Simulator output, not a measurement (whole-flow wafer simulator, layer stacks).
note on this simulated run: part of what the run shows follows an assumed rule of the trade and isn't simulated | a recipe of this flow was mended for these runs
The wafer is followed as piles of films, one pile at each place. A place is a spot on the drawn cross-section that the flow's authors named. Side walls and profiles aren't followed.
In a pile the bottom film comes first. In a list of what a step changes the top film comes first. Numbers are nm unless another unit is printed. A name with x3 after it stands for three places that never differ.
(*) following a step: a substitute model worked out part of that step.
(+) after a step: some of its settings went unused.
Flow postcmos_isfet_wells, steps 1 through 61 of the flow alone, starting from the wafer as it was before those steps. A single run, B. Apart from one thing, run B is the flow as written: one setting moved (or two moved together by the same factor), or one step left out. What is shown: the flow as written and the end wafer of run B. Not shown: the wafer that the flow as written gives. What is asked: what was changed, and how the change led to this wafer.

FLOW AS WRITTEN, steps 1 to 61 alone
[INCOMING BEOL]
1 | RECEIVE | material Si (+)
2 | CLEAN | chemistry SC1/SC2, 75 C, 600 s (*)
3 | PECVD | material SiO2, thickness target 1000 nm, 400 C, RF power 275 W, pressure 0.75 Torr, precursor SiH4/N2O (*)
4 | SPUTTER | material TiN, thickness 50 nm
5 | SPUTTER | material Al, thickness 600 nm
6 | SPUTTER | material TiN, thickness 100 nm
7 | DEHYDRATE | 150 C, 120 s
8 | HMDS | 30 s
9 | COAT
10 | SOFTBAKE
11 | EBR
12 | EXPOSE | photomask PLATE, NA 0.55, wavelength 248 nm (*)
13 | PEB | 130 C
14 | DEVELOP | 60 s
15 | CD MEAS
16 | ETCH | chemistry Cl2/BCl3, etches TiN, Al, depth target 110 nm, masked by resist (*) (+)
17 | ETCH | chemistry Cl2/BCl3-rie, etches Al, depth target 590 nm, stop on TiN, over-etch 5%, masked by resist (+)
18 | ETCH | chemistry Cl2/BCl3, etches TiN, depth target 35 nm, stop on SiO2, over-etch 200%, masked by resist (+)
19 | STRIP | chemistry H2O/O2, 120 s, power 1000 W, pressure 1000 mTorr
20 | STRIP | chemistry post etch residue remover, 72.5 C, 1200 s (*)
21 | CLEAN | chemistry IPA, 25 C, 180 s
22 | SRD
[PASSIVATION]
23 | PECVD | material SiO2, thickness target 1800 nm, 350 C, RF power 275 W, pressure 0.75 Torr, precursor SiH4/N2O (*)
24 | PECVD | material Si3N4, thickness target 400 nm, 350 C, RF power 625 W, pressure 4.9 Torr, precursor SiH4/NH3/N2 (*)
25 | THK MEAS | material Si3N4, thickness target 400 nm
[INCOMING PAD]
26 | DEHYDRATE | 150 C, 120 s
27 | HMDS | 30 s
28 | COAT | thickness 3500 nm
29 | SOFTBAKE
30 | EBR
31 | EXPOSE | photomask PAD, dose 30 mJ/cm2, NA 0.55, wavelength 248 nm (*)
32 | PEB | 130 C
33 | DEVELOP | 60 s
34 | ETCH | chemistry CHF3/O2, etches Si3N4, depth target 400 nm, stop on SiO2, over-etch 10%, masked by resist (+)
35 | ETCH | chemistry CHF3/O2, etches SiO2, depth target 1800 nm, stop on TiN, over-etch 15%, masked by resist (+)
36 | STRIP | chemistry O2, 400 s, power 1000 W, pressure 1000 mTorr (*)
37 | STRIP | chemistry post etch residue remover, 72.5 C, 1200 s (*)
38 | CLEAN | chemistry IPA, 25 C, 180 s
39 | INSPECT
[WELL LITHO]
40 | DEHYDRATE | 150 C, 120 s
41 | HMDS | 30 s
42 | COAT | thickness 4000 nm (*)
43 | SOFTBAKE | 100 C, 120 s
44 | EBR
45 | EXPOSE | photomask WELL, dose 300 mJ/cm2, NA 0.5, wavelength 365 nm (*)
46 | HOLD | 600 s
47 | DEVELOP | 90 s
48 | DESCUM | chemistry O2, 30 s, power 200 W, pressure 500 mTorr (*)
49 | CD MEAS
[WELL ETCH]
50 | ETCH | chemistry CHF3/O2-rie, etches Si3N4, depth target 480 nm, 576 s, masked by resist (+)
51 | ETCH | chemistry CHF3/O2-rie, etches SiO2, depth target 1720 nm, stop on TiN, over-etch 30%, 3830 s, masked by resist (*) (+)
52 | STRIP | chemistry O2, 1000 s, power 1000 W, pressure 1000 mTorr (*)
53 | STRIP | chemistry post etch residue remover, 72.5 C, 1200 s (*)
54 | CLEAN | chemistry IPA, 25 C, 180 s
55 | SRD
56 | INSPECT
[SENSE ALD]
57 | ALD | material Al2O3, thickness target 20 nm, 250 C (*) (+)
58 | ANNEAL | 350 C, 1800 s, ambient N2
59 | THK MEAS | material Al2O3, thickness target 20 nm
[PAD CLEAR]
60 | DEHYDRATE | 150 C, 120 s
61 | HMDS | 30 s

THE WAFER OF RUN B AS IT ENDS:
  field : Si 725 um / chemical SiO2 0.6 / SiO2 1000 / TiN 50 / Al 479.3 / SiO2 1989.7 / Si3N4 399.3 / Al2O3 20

The reason: step 17, ETCH: chemistry Cl2/BCl3-rie, etches Al, depth target 590 nm, stop on TiN, over-etch 5%, masked by resist (+), was not run.

How this came from the change, step by step:
  18 | ETCH | chemistry Cl2/BCl3, etches TiN, depth target 35 nm, stop on SiO2, over-etch 200%, masked by resist (+)
      field: Al loses 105 (as written it would have been: TiN loses 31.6 (all of it), SiO2 loses 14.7)
      margin, well900, well1300, well2000, well3000, pad_rim, pad_clr, pad_open: thick-KrF-resist loses 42 (as written it would have been: thick-KrF-resist loses 37.9)
  19 | STRIP | chemistry H2O/O2, 120 s, power 1000 W, pressure 1000 mTorr
      margin, well900, well1300, well2000, well3000, pad_rim, pad_clr, pad_open: thick-KrF-resist loses 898 (all of it) (as written it would have been: thick-KrF-resist loses 592.4 (all of it))
  20 | STRIP | chemistry post etch residue remover, 72.5 C, 1200 s (*)
      field: Al loses 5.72 (as written it would have been: nothing)
  23 | PECVD | material SiO2, thickness target 1800 nm, 350 C, RF power 275 W, pressure 0.75 Torr, precursor SiH4/N2O (*)
      field: SiO2 gains 1989.7 (new film) (as written it would have been: SiO2 gains 1800 (new film), void gains 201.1 (new film), SiO2 gains 563.2)
If metal films that touch count as one body, field has 1 body; the flow as written gives 0 bodies.
